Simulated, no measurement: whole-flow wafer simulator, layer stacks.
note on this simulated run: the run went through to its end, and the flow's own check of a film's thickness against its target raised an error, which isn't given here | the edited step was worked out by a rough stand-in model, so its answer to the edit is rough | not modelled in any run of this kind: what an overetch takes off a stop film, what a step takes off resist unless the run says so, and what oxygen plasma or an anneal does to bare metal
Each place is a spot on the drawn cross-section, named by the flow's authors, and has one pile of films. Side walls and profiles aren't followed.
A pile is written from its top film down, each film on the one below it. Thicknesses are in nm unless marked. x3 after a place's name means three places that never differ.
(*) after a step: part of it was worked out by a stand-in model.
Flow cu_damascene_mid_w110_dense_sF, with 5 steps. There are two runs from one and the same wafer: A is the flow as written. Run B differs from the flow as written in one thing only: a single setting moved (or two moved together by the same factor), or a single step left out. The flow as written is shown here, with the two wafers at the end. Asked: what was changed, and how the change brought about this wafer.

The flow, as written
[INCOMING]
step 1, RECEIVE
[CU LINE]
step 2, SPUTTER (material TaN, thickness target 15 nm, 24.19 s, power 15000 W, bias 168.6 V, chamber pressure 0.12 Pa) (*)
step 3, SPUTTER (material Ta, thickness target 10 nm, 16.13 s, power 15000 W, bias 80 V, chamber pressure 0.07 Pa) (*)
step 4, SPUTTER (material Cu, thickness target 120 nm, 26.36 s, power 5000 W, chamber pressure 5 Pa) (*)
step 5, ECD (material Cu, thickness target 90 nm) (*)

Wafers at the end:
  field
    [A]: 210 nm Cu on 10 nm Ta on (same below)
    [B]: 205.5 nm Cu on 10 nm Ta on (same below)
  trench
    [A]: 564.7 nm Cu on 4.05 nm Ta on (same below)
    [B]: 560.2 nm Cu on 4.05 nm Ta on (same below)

The reason: step 5, ECD: thickness target 85.5 nm was run, while the flow as written has thickness target 90 nm.

The path from the change to this, step by step:
  step 5, ECD (material Cu, thickness target 90 nm) (*)
      field: A Cu gains 90 | B Cu gains 85.5
